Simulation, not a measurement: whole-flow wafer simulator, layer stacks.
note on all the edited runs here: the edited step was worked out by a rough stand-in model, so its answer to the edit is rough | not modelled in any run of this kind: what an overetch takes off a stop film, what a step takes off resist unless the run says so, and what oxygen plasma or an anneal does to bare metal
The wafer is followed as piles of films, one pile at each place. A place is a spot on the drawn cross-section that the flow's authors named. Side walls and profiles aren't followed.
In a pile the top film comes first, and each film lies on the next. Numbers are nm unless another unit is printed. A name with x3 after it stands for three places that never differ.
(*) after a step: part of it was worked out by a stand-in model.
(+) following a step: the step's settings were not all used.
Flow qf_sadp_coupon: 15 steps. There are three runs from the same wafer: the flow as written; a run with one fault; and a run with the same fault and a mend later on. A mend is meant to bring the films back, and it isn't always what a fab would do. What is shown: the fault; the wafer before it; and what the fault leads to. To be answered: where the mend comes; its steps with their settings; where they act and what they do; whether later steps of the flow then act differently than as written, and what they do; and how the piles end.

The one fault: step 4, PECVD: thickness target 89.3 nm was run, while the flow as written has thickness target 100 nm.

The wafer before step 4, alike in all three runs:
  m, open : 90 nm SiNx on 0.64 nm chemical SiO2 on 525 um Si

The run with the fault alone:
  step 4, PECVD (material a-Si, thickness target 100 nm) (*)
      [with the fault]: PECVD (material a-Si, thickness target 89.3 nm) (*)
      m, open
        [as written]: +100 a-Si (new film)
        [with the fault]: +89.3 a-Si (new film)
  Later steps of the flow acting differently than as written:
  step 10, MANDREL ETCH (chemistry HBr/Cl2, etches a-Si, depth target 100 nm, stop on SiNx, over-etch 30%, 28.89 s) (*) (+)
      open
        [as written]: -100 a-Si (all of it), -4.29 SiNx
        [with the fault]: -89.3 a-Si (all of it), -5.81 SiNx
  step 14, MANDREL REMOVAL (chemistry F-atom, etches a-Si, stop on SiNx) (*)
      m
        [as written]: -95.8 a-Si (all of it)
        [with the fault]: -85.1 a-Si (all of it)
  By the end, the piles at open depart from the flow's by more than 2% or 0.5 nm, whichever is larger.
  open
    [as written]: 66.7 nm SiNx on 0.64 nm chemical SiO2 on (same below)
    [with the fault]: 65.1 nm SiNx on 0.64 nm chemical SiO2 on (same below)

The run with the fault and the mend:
  The mend follows step 4.
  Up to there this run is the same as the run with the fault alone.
  step 4a, ETCH (chemistry tmah, depth target 102.7 nm)
      m, open
        -89.3 a-Si (all of it)
  step 4b, PECVD (material a-Si, thickness target 100 nm) (*) (the flow's step 4, run once more)
      m, open
        +100 a-Si (new film)
  Every later step of the flow that is run acts as written at every place that is followed.
  The piles end the same as the flow's at every place that both follow.
